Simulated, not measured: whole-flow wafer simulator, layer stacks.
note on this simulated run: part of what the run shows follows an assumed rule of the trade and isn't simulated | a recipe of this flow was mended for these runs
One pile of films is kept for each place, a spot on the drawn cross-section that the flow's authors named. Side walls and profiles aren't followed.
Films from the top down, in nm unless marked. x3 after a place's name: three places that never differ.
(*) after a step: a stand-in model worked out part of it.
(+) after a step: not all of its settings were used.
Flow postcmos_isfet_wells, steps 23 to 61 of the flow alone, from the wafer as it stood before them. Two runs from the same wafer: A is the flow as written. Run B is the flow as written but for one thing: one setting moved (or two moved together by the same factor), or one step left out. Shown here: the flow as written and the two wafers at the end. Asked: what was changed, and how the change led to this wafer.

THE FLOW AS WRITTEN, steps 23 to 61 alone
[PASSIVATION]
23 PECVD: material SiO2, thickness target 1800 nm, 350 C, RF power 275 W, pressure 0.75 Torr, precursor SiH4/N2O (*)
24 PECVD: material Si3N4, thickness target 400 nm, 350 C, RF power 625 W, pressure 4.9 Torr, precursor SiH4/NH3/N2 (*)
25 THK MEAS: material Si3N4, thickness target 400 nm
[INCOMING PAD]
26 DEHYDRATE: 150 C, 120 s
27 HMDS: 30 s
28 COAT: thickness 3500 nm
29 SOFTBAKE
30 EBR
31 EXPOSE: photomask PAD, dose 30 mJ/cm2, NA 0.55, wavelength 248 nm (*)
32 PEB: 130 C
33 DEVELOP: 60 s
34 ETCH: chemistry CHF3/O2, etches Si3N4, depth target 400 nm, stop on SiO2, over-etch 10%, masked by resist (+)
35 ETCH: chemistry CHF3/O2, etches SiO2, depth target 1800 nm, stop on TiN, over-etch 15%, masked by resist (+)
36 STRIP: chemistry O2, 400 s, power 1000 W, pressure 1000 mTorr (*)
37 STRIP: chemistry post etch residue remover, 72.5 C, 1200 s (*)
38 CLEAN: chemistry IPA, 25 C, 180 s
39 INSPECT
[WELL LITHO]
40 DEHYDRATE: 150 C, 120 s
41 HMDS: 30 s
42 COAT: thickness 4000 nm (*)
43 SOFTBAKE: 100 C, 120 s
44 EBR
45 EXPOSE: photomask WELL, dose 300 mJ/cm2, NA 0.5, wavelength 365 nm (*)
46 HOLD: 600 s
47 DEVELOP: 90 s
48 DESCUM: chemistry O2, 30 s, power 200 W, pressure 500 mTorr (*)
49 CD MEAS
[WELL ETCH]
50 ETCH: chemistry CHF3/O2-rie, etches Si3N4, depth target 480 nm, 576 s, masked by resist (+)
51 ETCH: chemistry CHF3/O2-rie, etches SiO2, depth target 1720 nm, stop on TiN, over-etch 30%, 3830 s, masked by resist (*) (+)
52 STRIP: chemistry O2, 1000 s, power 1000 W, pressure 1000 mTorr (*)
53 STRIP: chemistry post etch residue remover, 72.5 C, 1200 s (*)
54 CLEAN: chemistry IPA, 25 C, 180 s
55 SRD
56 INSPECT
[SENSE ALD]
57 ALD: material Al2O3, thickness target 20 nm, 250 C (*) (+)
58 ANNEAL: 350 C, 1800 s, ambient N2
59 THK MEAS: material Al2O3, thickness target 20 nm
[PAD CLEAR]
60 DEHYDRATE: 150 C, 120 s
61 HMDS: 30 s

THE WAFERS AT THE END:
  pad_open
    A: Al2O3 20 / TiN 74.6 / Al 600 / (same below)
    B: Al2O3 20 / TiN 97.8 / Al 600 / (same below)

The cause: step 34, ETCH: depth target 140 nm was run, where the flow has depth target 400 nm.

How the change led to this, step by step:
  34 ETCH: chemistry CHF3/O2, etches Si3N4, depth target 400 nm, stop on SiO2, over-etch 10%, masked by resist (+)
      pad_open: A Si3N4 -400 (all of it), SiO2 -20 | B Si3N4 -154
      field, margin x2, well900 x4, pad_clr: A thick-KrF-resist -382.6 | B thick-KrF-resist -133.9
  35 ETCH: chemistry CHF3/O2, etches SiO2, depth target 1800 nm, stop on TiN, over-etch 15%, masked by resist (+)
      pad_open: A SiO2 -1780 (all of it), TiN -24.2 | B Si3N4 -246 (all of it), SiO2 -1800 (all of it), TiN -0.97
  36 STRIP: chemistry O2, 400 s, power 1000 W, pressure 1000 mTorr (*)
      field, margin x2, well900 x4, pad_clr: A thick-KrF-resist -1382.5 (all of it) | B thick-KrF-resist -1612.1 (all of it)
